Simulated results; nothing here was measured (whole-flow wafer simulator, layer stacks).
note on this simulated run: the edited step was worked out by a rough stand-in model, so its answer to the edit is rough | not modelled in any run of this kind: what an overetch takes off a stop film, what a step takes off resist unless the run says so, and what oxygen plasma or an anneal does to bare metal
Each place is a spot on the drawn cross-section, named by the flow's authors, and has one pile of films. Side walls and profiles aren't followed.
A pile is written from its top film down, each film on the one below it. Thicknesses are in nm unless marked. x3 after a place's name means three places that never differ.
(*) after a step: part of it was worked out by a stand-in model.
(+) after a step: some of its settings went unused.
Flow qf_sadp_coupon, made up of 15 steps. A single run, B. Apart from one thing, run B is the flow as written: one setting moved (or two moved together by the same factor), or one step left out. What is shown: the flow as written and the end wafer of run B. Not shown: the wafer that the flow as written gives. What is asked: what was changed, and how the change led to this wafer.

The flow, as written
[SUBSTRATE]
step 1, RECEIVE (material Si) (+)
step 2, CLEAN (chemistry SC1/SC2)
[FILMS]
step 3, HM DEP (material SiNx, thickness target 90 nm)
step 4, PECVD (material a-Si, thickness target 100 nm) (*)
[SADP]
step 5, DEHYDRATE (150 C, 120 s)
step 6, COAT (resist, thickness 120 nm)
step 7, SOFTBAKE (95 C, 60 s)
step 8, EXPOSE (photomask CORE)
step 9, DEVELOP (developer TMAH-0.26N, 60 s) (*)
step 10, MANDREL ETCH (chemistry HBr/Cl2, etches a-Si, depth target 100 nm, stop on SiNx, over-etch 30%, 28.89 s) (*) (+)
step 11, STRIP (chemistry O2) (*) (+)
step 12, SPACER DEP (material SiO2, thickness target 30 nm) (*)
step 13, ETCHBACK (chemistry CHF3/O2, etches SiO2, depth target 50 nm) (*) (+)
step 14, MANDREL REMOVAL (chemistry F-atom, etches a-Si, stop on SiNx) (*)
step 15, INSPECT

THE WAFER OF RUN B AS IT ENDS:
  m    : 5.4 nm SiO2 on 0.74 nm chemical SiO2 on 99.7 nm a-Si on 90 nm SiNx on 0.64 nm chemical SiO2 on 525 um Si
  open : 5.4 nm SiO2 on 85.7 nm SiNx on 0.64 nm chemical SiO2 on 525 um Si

Cause: step 13, ETCHBACK: depth target 24.6 nm was run, whereas the flow has depth target 50 nm.

The path from the change to this, step by step:
  step 13, ETCHBACK (chemistry CHF3/O2, etches SiO2, depth target 50 nm) (*) (+)
      m: SiO2 loses 24.6 (in the flow as written it would be: SiO2 loses 30 (all of it), chemical SiO2 loses 0.74 (all of it), a-Si loses 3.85)
      open: SiO2 loses 24.6 (in the flow as written it would be: SiO2 loses 30 (all of it), SiNx loses 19)
  step 14, MANDREL REMOVAL (chemistry F-atom, etches a-Si, stop on SiNx) (*)
      m: nothing (in the flow as written it would be: a-Si loses 95.8 (all of it))
